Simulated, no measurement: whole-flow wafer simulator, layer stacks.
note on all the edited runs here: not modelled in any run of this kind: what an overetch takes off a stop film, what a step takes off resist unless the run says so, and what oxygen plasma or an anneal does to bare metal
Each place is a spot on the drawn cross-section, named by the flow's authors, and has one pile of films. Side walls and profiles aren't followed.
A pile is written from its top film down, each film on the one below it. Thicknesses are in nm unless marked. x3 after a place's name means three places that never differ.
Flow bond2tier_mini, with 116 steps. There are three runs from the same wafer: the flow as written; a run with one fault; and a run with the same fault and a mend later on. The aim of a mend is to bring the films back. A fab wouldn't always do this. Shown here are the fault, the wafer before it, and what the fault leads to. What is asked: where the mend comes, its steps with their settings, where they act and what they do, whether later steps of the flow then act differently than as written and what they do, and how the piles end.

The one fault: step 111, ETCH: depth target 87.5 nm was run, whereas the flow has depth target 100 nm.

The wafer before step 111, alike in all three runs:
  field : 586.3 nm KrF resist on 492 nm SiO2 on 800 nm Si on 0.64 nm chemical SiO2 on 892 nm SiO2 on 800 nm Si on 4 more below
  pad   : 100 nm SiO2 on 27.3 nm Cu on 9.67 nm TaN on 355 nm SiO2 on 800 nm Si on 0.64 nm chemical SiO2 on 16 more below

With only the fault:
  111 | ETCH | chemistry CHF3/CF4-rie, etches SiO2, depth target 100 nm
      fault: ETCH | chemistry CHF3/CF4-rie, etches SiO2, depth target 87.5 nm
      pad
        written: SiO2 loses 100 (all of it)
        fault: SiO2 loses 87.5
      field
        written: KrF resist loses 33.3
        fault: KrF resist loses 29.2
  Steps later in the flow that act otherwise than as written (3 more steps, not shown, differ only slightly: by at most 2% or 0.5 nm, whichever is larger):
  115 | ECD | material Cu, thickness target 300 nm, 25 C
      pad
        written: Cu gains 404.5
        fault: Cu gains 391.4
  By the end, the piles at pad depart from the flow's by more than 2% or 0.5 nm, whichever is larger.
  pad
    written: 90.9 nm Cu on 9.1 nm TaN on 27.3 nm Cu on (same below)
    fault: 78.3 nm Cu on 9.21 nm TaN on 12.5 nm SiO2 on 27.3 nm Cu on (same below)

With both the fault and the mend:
  After step 111 comes the mend.
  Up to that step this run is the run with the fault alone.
  111a | ETCH | chemistry CHF3/CF4-rie, etches SiO2, depth target 12.5 nm (the flow's step 111, run once more with other settings)
      field
        KrF resist loses 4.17
      pad
        SiO2 loses 12.5 (all of it)
  None of the later steps of the flow acts differently than as written at any place that is followed.
  The piles end the same as the flow's at every place that both follow.
